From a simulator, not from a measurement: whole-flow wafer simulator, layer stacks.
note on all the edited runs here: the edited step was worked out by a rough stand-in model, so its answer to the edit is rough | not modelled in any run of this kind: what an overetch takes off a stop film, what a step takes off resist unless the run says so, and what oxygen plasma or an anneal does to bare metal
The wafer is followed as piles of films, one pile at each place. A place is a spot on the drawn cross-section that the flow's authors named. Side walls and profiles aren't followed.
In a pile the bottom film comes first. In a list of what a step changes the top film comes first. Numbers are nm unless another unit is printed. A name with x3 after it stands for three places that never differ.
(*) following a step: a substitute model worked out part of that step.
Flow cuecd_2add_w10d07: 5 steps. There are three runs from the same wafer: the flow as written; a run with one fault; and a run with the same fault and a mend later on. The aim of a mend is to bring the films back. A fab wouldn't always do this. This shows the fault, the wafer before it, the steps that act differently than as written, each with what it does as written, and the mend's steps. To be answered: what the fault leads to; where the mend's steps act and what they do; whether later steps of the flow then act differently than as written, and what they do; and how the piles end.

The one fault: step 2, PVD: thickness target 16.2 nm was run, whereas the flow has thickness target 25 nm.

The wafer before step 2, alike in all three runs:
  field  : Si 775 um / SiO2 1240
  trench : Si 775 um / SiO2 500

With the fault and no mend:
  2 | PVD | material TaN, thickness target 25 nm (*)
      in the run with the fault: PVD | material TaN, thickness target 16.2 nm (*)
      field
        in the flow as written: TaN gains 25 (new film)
        in the run with the fault: TaN gains 16.2 (new film)
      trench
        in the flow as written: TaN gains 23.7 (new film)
        in the run with the fault: TaN gains 15.3 (new film)
  Every later step of the flow that is run acts as written at every place that is followed.
  By the end, the piles at field, trench depart from the flow's by more than 2% or 0.5 nm, whichever is larger.
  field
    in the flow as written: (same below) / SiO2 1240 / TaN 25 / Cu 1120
    in the run with the fault: (same below) / SiO2 1240 / TaN 16.2 / Cu 1120
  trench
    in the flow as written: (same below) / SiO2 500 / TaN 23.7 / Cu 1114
    in the run with the fault: (same below) / SiO2 500 / TaN 15.3 / Cu 1114

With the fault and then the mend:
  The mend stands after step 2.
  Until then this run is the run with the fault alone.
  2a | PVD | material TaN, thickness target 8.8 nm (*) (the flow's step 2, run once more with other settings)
      field
        TaN gains 8.8
      trench
        TaN gains 8.32
  Every later step of the flow that is run acts as written at every place that is followed.
  At every place that both follow, the piles at the end match the flow's.
